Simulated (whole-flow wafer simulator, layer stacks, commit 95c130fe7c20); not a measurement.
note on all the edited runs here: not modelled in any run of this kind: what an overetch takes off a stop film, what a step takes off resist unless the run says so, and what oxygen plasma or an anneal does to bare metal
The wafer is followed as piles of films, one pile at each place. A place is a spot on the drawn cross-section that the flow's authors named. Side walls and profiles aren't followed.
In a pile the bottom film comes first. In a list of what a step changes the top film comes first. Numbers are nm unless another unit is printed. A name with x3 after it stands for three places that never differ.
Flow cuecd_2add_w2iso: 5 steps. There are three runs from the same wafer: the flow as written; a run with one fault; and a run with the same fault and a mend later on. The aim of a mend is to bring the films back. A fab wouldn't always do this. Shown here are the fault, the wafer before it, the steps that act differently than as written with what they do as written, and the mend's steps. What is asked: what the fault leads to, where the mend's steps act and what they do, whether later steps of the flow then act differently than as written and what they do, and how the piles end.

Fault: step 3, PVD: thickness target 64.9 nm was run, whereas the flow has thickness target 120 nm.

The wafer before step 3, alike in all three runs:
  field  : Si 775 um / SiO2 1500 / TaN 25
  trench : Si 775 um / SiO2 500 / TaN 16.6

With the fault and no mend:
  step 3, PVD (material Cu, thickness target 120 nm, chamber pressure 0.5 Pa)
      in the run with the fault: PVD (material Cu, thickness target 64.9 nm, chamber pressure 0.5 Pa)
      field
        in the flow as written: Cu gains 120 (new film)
        in the run with the fault: Cu gains 64.9 (new film)
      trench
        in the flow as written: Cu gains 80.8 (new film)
        in the run with the fault: Cu gains 43.9 (new film)
  Every later step of the flow that is run acts as written, at every place that is followed, to within 2% or 0.5 nm, whichever is larger.
  At field, trench, the piles at the end differ from the flow's by more than 2% or 0.5 nm, whichever is larger.
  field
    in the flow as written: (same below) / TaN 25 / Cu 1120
    in the run with the fault: (same below) / TaN 25 / Cu 1064.9
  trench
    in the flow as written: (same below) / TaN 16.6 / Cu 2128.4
    in the run with the fault: (same below) / TaN 16.6 / Cu 2073.3

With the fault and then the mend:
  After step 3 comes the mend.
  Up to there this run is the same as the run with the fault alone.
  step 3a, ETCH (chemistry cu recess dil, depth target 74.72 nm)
      field
        Cu loses 64.9 (all of it)
      trench
        Cu loses 43.9 (all of it)
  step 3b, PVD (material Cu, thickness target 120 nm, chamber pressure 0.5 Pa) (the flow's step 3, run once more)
      field
        Cu gains 120 (new film)
      trench
        Cu gains 80.8 (new film)
  Every later step of the flow that is run acts as written at every place that is followed.
  By the end, the piles equal the flow's at every place that both follow.
